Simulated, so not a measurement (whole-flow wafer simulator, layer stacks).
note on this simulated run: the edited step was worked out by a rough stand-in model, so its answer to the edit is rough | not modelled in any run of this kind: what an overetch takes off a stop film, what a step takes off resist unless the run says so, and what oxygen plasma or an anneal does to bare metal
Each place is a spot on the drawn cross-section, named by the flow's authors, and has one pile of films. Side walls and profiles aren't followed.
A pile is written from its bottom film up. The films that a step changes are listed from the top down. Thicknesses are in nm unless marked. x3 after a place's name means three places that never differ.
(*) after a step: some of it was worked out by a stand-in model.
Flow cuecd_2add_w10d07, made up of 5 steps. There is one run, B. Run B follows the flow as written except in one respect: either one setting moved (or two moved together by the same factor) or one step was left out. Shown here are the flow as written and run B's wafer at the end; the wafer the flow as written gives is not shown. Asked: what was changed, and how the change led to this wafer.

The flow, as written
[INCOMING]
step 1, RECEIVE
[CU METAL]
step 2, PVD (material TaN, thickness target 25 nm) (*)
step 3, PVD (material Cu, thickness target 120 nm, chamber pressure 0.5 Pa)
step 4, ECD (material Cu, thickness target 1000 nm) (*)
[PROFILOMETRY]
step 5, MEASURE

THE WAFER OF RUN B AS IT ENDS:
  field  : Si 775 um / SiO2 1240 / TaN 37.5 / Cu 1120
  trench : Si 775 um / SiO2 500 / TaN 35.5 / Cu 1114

Cause: step 2, PVD: thickness target 37.5 nm was run, while the flow as written has thickness target 25 nm.
The wafer itself shows it: field has TaN 37.5, and step 2 as written asks for 25 nm.

Step by step, how the change led to this:
  step 2, PVD (material TaN, thickness target 25 nm) (*)
      field: TaN gains 37.5 (new film) (in the flow as written it would be: TaN gains 25 (new film))
      trench: TaN gains 35.5 (new film) (in the flow as written it would be: TaN gains 23.7 (new film))
